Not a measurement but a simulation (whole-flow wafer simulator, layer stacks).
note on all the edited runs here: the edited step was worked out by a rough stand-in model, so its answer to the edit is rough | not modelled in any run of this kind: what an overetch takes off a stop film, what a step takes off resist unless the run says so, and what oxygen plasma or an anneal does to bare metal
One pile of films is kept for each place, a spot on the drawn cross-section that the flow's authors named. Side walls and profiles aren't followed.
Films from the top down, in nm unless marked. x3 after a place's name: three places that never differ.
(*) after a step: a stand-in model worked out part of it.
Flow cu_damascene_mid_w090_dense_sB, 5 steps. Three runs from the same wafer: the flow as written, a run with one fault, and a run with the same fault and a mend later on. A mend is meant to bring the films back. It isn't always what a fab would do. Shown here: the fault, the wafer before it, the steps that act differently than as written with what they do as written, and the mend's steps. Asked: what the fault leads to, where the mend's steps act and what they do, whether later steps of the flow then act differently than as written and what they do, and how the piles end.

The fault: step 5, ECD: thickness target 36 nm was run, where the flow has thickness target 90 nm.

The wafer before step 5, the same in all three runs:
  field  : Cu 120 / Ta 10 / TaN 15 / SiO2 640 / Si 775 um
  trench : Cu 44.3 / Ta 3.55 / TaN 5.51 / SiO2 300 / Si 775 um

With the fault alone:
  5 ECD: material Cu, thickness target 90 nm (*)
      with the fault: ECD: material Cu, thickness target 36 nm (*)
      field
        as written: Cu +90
        with the fault: Cu +36
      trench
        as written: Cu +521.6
        with the fault: Cu +467.6
  No later step of the flow acts differently than as written at any place that is followed.
  At the end the piles differ from the flow's by more than 2% or 0.5 nm, whichever is larger, at field, trench.
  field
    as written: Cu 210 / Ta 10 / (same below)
    with the fault: Cu 156 / Ta 10 / (same below)
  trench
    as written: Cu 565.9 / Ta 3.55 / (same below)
    with the fault: Cu 511.9 / Ta 3.55 / (same below)

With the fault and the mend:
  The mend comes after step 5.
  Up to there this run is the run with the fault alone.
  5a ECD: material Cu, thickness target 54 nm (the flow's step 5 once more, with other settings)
      field, trench
        Cu +54
  No later step of the flow acts differently than as written at any place that is followed.
  At the end the piles are the same as the flow's at every place that both follow.
